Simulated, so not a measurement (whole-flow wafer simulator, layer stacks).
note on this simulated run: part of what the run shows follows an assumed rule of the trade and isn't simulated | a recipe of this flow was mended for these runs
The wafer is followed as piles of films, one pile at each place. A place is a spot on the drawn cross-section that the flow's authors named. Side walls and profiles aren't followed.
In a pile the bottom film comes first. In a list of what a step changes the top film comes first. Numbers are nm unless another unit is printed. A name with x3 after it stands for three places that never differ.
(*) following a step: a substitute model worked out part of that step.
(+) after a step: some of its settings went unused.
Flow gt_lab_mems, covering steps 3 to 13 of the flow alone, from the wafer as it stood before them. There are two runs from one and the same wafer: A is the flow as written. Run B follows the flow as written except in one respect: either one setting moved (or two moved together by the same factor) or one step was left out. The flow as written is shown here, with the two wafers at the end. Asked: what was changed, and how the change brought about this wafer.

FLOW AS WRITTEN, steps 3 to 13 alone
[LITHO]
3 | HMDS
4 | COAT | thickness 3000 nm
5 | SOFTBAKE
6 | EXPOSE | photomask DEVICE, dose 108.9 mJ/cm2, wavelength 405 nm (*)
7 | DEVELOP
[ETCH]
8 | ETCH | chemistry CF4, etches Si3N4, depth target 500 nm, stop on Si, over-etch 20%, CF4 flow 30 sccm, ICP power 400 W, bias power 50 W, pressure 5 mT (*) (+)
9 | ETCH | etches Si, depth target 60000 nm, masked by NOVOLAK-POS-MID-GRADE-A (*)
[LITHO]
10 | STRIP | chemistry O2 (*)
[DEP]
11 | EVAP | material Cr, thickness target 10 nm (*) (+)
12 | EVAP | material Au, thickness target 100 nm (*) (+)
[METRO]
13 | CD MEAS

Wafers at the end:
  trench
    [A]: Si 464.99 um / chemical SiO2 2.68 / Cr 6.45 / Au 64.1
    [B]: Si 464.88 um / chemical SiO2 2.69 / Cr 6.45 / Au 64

Cause: step 4, COAT: thickness 4080 nm was run, whereas the flow has thickness 3000 nm; step 8, ETCH: depth target 680 nm was run, where the flow has depth target 500 nm.

Step by step, how the change led to this:
  4 | COAT | thickness 3000 nm
      field, trench: A g/i-line-resist gains 3000 (new film) | B g/i-line-resist gains 4080 (new film)
  7 | DEVELOP
      trench: A g/i-line-resist loses 3000 (all of it) | B g/i-line-resist loses 4080 (all of it)
  8 | ETCH | chemistry CF4, etches Si3N4, depth target 500 nm, stop on Si, over-etch 20%, CF4 flow 30 sccm, ICP power 400 W, bias power 50 W, pressure 5 mT (*) (+)
      field: A g/i-line-resist loses 400 | B g/i-line-resist loses 544
      trench: A Si3N4 loses 500 (all of it), chemical SiO2 loses 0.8 (all of it), Si loses 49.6 | B Si3N4 loses 500 (all of it), chemical SiO2 loses 0.8 (all of it), Si loses 157.6
  10 | STRIP | chemistry O2 (*)
      field: A g/i-line-resist loses 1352 (all of it) | B g/i-line-resist loses 2288 (all of it)
